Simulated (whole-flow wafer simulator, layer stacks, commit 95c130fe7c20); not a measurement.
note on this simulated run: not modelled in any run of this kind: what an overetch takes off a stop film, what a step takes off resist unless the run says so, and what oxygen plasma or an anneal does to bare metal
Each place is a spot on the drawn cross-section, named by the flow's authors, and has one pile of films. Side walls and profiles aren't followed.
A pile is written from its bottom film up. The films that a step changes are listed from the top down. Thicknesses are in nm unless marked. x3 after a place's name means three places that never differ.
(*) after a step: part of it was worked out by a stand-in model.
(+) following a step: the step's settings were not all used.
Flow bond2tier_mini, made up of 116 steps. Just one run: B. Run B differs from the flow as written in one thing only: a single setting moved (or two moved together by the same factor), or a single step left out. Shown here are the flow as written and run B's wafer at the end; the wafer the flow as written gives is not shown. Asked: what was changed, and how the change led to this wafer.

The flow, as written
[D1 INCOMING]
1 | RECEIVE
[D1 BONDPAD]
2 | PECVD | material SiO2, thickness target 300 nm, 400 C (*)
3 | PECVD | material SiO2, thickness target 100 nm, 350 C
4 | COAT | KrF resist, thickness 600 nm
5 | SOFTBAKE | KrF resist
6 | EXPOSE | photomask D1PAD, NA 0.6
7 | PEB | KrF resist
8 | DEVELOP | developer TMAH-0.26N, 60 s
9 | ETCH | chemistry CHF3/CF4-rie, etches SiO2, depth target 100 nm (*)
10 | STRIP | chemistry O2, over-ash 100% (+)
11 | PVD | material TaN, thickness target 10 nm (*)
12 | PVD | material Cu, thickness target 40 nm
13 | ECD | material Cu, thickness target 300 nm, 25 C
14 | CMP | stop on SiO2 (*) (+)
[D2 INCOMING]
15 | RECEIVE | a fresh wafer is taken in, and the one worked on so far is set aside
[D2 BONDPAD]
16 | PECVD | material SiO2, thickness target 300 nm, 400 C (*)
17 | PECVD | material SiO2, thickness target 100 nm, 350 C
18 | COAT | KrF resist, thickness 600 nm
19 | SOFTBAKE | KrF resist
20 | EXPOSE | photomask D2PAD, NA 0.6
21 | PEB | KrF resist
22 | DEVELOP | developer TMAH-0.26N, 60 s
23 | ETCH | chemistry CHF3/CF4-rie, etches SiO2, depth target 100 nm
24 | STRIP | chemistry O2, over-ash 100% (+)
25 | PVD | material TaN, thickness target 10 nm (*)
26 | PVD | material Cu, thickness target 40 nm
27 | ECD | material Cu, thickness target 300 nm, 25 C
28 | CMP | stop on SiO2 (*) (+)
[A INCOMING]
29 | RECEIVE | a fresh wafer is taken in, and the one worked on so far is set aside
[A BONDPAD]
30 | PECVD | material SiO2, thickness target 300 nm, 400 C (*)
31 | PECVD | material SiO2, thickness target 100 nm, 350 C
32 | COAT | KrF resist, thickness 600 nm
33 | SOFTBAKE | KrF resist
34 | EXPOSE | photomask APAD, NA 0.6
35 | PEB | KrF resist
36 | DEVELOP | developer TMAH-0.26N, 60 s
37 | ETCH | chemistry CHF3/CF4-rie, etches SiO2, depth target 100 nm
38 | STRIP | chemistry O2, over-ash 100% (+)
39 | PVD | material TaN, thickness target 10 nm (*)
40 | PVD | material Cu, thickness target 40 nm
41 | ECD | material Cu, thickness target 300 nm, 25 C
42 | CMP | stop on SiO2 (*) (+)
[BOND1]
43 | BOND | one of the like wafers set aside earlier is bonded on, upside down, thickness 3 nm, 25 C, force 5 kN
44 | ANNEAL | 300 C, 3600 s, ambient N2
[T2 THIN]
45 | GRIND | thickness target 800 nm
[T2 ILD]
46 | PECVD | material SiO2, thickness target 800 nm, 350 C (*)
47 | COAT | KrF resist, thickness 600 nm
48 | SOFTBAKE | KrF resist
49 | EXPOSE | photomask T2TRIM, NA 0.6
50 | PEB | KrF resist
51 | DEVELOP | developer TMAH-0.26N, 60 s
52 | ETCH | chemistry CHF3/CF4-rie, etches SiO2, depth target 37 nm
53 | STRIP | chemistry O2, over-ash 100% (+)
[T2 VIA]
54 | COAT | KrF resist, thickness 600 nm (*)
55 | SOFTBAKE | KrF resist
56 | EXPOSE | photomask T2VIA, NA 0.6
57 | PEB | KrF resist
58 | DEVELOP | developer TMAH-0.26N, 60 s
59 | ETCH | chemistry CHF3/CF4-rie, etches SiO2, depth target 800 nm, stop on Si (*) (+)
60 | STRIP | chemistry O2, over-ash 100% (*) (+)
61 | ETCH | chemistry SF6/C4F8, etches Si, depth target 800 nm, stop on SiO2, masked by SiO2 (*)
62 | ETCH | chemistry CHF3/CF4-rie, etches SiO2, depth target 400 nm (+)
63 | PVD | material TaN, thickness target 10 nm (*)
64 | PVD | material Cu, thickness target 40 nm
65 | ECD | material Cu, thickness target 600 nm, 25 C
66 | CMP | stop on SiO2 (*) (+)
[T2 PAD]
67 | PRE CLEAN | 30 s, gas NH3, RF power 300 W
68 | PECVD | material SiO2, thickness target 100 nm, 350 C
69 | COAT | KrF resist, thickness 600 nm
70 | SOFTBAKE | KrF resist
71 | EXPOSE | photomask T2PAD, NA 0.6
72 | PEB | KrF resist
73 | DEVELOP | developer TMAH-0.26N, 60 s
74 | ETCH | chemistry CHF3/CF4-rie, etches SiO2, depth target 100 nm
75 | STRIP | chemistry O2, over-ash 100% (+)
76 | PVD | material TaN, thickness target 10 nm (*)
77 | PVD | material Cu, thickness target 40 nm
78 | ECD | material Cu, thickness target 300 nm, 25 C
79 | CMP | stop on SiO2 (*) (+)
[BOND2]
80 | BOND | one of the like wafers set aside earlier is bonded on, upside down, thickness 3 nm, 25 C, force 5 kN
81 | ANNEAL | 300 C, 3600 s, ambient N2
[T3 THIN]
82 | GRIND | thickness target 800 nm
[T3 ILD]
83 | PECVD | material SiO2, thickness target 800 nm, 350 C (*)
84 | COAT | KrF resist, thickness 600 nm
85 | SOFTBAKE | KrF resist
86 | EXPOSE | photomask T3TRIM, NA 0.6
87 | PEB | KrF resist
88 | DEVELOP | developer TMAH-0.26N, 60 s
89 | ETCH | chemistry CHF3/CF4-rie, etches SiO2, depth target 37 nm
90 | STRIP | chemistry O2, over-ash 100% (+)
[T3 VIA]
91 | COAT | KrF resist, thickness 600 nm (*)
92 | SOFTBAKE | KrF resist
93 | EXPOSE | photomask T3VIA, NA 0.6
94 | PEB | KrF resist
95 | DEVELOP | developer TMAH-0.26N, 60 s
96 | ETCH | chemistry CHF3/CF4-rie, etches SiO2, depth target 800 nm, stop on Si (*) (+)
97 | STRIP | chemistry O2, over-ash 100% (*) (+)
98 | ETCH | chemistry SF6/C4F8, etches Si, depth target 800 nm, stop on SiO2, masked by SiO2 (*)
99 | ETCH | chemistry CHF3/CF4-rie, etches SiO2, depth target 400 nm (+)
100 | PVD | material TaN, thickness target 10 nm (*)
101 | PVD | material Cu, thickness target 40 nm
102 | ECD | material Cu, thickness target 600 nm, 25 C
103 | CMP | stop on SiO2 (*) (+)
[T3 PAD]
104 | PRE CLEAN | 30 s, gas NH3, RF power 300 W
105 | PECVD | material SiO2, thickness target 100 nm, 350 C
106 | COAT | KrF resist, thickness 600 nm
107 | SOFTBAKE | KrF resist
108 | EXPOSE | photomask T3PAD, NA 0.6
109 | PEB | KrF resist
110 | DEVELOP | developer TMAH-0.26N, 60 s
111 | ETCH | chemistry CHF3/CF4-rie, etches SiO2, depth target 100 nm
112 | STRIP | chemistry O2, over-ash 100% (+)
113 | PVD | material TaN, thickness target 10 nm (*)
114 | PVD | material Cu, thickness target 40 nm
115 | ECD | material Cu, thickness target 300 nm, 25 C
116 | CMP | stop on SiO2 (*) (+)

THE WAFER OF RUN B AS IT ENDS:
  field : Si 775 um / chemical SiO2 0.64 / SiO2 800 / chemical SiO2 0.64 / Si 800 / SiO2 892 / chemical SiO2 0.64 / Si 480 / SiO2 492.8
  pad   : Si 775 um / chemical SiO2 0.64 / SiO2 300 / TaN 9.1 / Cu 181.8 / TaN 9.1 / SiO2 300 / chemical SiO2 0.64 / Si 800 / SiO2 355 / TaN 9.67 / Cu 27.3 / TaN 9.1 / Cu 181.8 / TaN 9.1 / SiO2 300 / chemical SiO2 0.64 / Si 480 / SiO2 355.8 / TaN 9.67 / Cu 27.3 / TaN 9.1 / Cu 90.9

The reason: step 82, GRIND: thickness target 480 nm was run, while the flow as written has thickness target 800 nm.
The wafer lets one read it off: field has Si 480, and step 82 as written asks for 800 nm.

The path from the change to this, step by step:
  82 | GRIND | thickness target 800 nm
      field, pad: -774.52 um Si (in the flow as written it would be: -774.2 um Si)
  98 | ETCH | chemistry SF6/C4F8, etches Si, depth target 800 nm, stop on SiO2, masked by SiO2 (*)
      field, pad: -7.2 SiO2 (in the flow as written it would be: -8 SiO2)
